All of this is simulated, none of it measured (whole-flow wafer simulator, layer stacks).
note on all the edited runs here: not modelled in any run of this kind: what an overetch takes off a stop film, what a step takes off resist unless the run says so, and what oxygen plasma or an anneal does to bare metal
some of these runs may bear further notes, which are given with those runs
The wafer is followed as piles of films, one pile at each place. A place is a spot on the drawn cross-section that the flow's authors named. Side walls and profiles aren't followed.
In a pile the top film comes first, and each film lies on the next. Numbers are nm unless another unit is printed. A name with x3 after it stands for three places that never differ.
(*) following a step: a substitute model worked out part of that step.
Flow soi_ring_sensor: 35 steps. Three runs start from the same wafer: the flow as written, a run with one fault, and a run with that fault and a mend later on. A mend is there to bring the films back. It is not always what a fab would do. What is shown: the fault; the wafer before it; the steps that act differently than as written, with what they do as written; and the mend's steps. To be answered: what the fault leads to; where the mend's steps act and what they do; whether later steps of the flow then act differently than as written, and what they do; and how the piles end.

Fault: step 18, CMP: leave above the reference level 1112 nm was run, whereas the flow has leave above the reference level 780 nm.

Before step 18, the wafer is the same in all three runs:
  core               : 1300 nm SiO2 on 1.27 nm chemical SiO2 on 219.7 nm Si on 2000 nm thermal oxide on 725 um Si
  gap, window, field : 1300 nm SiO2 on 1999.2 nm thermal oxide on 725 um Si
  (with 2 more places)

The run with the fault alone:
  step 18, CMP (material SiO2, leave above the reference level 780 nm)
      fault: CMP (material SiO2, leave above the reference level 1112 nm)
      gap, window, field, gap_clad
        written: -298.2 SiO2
        fault: nothing
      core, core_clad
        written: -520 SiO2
        fault: -188 SiO2
  Steps later in the flow that act otherwise than as written (2 other steps are not shown; they differ only slightly, by no more than 2% or 0.5 nm, whichever is larger):
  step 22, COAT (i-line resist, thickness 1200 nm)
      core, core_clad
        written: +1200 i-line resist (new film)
        fault: +1170.5 i-line resist (new film)
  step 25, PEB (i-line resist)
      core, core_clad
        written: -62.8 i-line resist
        fault: -61.3 i-line resist
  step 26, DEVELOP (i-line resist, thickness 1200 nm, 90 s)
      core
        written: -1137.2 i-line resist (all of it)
        fault: -1108.9 i-line resist (all of it)
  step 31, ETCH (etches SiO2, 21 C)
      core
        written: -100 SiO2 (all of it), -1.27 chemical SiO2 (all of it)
        fault: -432 SiO2 (all of it), -1.27 chemical SiO2 (all of it)
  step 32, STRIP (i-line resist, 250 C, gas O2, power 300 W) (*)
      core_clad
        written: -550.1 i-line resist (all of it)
        fault: -521.9 i-line resist (all of it)
  By the end, the piles at field, core_clad depart from the flow's by more than 2% or 0.5 nm, whichever is larger.
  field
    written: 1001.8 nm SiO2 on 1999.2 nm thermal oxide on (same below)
    fault: 1300 nm SiO2 on 1999.2 nm thermal oxide on (same below)
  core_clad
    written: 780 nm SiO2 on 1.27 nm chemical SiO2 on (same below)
    fault: 1112 nm SiO2 on 1.27 nm chemical SiO2 on (same below)

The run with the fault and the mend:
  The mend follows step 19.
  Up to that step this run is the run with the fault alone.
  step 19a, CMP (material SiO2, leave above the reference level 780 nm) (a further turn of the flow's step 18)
      gap, window, field, gap_clad
        -298.2 SiO2
      core, core_clad
        -332 SiO2
  Every later step of the flow that is run acts as written at every place that is followed.
  At every place that both follow, the piles at the end match the flow's.
